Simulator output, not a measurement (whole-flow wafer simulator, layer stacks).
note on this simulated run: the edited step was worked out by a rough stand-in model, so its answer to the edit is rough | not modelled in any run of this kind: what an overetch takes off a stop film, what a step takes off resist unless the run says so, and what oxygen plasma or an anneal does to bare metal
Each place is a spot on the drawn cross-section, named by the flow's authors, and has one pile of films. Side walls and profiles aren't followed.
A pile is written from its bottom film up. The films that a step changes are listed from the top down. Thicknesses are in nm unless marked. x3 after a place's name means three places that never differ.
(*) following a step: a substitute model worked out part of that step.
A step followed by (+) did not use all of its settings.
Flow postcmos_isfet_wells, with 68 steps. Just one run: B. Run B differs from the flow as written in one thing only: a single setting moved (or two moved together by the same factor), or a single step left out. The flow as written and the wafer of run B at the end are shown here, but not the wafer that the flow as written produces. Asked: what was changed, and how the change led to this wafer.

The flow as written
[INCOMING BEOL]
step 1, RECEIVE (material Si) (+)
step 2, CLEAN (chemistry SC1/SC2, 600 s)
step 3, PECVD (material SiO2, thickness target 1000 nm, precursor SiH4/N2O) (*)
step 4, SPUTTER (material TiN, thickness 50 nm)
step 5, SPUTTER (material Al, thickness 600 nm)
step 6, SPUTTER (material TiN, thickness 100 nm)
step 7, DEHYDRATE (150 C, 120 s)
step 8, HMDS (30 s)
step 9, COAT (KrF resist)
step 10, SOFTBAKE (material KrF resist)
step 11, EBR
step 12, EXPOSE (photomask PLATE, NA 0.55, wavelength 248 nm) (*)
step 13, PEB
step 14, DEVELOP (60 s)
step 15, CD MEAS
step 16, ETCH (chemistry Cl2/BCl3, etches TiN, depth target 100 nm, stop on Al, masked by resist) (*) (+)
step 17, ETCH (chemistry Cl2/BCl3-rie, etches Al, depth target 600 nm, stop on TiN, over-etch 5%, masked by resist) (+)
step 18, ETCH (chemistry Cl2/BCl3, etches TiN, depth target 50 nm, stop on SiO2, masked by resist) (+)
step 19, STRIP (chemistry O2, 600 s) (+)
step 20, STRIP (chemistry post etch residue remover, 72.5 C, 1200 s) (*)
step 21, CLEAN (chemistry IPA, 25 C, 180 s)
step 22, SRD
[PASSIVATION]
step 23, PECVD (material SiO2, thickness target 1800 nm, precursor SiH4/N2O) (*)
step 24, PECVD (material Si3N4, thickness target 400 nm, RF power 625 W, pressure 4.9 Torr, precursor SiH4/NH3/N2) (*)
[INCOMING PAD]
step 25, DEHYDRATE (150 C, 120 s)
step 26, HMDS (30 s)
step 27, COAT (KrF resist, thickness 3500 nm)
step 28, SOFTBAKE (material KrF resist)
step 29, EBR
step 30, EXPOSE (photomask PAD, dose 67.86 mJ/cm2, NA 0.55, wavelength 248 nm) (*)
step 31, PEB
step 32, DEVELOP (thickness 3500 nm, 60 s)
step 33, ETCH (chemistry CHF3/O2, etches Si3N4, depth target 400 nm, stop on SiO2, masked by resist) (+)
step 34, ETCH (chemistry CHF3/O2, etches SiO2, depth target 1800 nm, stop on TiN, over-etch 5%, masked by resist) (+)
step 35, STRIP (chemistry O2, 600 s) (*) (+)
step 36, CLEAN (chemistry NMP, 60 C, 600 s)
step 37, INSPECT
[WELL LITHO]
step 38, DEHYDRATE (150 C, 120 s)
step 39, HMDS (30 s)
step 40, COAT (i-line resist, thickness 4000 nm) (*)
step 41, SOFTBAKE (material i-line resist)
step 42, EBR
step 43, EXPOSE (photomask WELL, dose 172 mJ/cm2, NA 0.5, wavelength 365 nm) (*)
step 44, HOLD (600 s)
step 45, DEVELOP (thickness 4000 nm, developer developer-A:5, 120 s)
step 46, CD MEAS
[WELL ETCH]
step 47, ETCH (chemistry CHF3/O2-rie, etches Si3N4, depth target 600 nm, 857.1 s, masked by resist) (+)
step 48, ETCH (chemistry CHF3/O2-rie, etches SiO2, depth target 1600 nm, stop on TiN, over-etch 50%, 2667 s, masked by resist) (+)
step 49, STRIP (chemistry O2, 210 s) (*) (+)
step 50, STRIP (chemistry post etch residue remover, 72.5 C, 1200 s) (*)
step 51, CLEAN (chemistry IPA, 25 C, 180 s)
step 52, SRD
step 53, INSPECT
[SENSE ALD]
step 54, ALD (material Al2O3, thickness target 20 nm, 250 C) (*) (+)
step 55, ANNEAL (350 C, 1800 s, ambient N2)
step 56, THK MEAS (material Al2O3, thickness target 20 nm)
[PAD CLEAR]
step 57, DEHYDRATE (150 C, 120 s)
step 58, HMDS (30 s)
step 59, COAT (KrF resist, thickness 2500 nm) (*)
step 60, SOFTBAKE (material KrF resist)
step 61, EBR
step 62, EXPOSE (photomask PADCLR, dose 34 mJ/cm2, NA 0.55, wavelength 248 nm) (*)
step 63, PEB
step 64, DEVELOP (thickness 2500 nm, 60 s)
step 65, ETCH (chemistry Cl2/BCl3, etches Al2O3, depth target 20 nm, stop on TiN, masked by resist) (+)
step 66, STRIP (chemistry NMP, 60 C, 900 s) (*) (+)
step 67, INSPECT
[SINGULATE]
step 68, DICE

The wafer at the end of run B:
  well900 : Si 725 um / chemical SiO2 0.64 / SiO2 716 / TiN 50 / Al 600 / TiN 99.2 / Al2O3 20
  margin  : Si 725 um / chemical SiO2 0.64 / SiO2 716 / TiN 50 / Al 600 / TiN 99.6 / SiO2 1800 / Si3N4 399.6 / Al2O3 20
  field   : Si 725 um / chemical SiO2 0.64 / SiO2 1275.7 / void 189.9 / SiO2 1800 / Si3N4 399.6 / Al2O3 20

Cause: step 3, PECVD: thickness target 716 nm was run, whereas the flow has thickness target 1000 nm.
The wafer lets one read it off: well900 has SiO2 716, and step 3 as written asks for 1000 nm.

How this came from the change, step by step:
  step 3, PECVD (material SiO2, thickness target 1000 nm, precursor SiH4/N2O) (*)
      field, margin, well900, well1300 x3, pad_rim, pad_clr, pad_open: +716 SiO2 (new film) (as written it would have been: +1000 SiO2 (new film))
